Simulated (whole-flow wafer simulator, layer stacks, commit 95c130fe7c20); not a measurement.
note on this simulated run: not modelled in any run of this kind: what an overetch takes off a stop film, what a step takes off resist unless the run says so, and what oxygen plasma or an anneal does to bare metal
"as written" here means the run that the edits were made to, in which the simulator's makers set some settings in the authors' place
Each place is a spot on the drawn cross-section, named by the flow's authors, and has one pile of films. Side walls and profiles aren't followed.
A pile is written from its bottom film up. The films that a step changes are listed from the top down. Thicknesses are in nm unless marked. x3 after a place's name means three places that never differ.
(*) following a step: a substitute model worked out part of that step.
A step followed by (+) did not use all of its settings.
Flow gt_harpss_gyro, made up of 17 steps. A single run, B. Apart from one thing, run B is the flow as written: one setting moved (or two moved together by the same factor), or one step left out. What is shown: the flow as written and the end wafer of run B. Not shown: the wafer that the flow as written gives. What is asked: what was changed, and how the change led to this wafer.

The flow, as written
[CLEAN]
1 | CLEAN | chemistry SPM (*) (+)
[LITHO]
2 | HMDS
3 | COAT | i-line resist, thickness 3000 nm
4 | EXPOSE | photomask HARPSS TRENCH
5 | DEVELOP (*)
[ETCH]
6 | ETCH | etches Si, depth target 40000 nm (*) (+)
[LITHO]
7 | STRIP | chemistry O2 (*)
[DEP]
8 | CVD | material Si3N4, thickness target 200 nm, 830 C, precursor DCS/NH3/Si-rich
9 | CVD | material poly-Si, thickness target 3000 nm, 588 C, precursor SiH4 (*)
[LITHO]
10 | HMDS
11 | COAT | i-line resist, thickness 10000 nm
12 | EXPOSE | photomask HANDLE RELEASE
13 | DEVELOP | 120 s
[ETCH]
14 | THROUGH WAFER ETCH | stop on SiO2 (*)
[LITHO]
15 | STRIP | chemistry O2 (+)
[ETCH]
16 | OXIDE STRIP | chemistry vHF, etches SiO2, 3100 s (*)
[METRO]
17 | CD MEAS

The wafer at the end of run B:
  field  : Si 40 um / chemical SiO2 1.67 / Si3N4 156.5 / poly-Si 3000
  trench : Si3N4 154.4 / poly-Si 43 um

What caused this: step 8, CVD: 803 C was run, whereas the flow has 830 C.

The path from the change to this, step by step:
  8 | CVD | material Si3N4, thickness target 200 nm, 830 C, precursor DCS/NH3/Si-rich
      field: +156.5 Si3N4 (new film) (it would be, as written: +200 Si3N4 (new film))
      trench: +154.4 Si3N4 (new film) (it would be, as written: +195.9 Si3N4 (new film))
  9 | CVD | material poly-Si, thickness target 3000 nm, 588 C, precursor SiH4 (*)
      trench: +43 um poly-Si (new film) (it would be, as written: +43.01 um poly-Si (new film))
